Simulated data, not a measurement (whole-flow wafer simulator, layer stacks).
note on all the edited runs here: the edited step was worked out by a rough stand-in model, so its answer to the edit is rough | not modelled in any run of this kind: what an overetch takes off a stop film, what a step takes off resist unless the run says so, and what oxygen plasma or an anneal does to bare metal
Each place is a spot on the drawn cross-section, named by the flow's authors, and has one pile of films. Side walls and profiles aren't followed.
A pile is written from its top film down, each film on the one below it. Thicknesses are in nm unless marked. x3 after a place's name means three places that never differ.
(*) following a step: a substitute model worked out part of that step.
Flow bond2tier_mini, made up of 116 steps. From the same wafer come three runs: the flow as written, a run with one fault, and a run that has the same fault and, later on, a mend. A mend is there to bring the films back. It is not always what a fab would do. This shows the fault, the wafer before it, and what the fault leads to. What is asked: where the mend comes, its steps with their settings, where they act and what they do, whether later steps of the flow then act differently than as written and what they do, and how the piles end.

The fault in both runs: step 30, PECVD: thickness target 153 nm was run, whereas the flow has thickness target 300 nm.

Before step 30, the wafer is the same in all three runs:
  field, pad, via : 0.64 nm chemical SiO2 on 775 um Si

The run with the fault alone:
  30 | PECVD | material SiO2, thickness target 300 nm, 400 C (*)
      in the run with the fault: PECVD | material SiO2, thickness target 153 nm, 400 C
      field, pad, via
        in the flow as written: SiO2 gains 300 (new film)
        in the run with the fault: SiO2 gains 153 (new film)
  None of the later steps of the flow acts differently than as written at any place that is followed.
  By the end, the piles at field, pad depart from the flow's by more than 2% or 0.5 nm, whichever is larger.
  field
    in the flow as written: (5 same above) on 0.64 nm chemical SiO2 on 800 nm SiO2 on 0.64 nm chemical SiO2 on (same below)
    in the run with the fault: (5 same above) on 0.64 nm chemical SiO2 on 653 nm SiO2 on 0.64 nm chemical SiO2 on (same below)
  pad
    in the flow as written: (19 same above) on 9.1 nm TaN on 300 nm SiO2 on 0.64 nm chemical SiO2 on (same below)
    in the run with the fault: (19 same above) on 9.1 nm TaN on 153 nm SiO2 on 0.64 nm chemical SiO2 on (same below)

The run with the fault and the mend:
  After step 30 comes the mend.
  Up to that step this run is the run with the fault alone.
  30a | PECVD | material SiO2, thickness target 147 nm, 400 C (the flow's step 30, run once more with other settings)
      field, pad, via
        SiO2 gains 147
  None of the later steps of the flow acts differently than as written at any place that is followed.
  At every place that both follow, the piles at the end match the flow's.
